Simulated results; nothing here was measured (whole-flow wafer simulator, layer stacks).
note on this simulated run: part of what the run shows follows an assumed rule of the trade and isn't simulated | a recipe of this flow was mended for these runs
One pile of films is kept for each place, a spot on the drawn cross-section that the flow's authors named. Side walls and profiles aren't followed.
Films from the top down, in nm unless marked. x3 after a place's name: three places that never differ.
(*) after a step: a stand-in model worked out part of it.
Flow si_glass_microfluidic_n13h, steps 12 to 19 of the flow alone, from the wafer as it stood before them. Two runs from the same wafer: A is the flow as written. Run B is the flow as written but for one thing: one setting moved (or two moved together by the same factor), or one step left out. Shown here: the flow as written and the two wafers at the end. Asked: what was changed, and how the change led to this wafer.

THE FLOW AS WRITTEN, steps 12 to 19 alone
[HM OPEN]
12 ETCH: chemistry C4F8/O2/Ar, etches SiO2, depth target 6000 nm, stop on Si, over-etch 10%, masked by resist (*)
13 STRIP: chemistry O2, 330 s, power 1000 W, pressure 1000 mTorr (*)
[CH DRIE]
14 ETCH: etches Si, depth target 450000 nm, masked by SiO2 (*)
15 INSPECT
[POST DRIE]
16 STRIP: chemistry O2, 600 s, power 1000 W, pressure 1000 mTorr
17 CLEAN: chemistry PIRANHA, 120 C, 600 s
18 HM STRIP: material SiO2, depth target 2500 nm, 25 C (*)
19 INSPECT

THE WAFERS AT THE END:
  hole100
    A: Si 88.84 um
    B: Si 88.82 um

The cause: step 12, ETCH: over-etch 12.4% was run, where the flow has over-etch 10%.

How the change led to this, step by step:
  12 ETCH: chemistry C4F8/O2/Ar, etches SiO2, depth target 6000 nm, stop on Si, over-etch 10%, masked by resist (*)
      land: A thick-i-line-resist -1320 | B thick-i-line-resist -1348.8
      hole100: A SiO2 -6000 (all of it), Si -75 | B SiO2 -6000 (all of it), Si -93
